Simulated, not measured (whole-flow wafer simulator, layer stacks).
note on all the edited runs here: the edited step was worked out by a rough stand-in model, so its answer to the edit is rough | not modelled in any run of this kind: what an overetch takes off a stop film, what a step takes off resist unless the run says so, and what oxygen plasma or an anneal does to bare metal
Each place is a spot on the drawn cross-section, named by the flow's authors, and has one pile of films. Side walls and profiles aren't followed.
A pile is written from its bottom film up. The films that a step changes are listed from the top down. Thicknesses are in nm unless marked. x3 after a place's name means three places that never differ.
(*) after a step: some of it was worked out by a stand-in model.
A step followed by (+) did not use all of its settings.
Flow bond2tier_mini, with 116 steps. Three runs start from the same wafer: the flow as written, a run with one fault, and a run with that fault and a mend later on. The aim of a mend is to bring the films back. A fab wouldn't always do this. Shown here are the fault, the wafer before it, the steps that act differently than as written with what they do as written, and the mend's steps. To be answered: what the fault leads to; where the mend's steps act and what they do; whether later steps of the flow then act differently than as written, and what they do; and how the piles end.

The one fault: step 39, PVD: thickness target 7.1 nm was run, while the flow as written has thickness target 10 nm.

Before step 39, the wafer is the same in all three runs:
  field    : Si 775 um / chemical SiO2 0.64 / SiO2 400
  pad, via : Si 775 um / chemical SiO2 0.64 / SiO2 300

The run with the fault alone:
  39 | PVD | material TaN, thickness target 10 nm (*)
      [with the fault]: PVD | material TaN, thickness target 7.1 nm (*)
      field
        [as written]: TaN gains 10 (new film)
        [with the fault]: TaN gains 7.1 (new film)
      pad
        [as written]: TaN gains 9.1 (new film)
        [with the fault]: TaN gains 6.46 (new film)
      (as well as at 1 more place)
  Later steps of the flow acting differently than as written (1 other step is not shown; it differs only slightly, by no more than 2% or 0.5 nm, whichever is larger):
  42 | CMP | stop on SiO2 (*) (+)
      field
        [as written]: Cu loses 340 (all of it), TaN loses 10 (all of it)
        [with the fault]: Cu loses 340 (all of it), TaN loses 7.1 (all of it)
  The piles end different from the flow's at pad by more than 2% or 0.5 nm, whichever is larger.
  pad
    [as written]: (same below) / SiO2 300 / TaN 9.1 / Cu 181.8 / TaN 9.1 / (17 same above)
    [with the fault]: (same below) / SiO2 300 / TaN 6.46 / Cu 184.4 / TaN 9.1 / (17 same above)

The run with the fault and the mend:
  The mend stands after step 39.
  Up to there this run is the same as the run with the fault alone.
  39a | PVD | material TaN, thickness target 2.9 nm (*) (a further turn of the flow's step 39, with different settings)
      field
        TaN gains 2.9
      pad
        TaN gains 2.64
      via
        TaN gains 2.89
  Every later step of the flow that is run acts as written at every place that is followed.
  The piles end the same as the flow's at every place that both follow.
